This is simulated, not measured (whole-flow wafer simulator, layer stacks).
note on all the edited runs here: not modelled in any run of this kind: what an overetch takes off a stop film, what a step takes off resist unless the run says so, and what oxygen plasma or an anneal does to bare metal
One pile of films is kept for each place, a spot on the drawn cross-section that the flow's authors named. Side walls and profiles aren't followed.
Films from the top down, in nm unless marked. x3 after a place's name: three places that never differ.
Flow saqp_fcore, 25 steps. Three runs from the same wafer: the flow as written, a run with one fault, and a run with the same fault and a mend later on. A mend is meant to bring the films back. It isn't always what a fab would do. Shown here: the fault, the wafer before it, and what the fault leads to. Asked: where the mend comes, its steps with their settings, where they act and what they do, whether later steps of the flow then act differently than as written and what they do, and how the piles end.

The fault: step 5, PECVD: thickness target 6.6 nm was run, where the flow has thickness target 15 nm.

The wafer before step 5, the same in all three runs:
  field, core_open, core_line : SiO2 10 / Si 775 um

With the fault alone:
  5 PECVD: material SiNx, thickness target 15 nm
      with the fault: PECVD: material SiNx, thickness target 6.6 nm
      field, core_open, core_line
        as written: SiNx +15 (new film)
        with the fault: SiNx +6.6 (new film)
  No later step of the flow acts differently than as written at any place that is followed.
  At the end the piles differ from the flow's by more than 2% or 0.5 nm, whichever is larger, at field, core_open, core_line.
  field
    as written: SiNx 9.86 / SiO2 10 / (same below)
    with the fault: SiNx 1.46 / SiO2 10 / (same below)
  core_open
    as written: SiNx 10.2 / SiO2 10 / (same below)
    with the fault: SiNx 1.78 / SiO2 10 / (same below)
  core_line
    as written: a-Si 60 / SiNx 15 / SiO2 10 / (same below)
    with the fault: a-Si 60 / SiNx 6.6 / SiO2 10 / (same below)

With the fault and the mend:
  The mend comes after step 5.
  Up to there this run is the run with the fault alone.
  5a ETCH: chemistry h3po4, depth target 7.59 nm
      field, core_open, core_line
        SiNx -6.6 (all of it)
  5b PECVD: material SiNx, thickness target 15 nm (the flow's step 5 once more)
      field, core_open, core_line
        SiNx +15 (new film)
  No later step of the flow acts differently than as written at any place that is followed.
  At the end the piles are the same as the flow's at every place that both follow.
